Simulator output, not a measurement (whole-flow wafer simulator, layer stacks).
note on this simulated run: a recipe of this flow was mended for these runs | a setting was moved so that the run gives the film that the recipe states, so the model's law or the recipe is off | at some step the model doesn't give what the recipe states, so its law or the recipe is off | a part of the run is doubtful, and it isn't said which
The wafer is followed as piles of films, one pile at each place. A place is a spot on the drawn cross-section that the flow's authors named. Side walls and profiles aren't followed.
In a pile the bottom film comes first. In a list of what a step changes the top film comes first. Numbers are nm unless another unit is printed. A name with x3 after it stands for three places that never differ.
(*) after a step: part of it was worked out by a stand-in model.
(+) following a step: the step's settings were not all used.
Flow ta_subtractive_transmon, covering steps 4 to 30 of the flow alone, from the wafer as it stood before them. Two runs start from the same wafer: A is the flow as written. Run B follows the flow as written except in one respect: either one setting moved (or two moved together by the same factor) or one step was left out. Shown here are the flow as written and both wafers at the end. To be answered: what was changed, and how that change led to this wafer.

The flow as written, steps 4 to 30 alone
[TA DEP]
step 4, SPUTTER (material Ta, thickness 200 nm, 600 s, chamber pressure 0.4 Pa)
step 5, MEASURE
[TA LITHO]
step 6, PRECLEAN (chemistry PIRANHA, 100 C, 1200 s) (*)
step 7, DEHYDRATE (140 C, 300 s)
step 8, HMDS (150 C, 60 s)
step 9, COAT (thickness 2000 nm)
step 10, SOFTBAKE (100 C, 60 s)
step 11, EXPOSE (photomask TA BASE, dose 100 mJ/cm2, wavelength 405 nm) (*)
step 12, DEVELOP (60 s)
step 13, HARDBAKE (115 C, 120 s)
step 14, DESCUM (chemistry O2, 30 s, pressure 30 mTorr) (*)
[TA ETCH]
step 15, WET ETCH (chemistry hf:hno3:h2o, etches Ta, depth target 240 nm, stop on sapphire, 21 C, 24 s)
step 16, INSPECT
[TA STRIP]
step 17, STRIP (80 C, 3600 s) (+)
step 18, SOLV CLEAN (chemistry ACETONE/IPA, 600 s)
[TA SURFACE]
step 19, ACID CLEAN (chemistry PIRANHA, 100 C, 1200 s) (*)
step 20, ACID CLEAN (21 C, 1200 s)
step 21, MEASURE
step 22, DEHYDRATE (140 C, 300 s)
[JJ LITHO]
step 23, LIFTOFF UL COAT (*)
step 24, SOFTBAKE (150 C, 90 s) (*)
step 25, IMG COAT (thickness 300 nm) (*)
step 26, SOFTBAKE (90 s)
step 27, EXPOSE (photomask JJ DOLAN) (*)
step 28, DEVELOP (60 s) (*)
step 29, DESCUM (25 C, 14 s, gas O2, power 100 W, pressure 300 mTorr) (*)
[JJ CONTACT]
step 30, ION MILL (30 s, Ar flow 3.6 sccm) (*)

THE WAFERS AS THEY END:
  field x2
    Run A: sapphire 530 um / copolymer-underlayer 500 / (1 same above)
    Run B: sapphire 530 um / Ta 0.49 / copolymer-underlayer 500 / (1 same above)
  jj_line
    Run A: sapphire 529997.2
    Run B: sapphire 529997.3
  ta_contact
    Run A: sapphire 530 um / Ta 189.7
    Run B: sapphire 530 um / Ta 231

What caused this: step 4, SPUTTER: thickness 241.3 nm was run, whereas the flow has thickness 200 nm; step 4, SPUTTER: 724 s was run, where the flow has 600 s.

Step by step, how the change led to this:
  step 4, SPUTTER (material Ta, thickness 200 nm, 600 s, chamber pressure 0.4 Pa)
      field x2, jj_line, lead, ta_contact, ta_pad: A +200 Ta (new film) | B +241.3 Ta (new film)
  step 15, WET ETCH (chemistry hf:hno3:h2o, etches Ta, depth target 240 nm, stop on sapphire, 21 C, 24 s)
      field x2, jj_line, lead: A -199.7 Ta (all of it) | B -240 Ta
  step 23, LIFTOFF UL COAT (*)
      ta_contact: A +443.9 copolymer-underlayer (new film) | B +433.7 copolymer-underlayer (new film)
  step 28, DEVELOP (60 s) (*)
      ta_contact: A -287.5 acrylic-e-beam-resist (all of it), -443.9 copolymer-underlayer (all of it) | B -284.7 acrylic-e-beam-resist (all of it), -433.7 copolymer-underlayer (all of it)
With metal films that touch counted as one body, field x2 has 1 body; the flow as written gives 0 bodies.
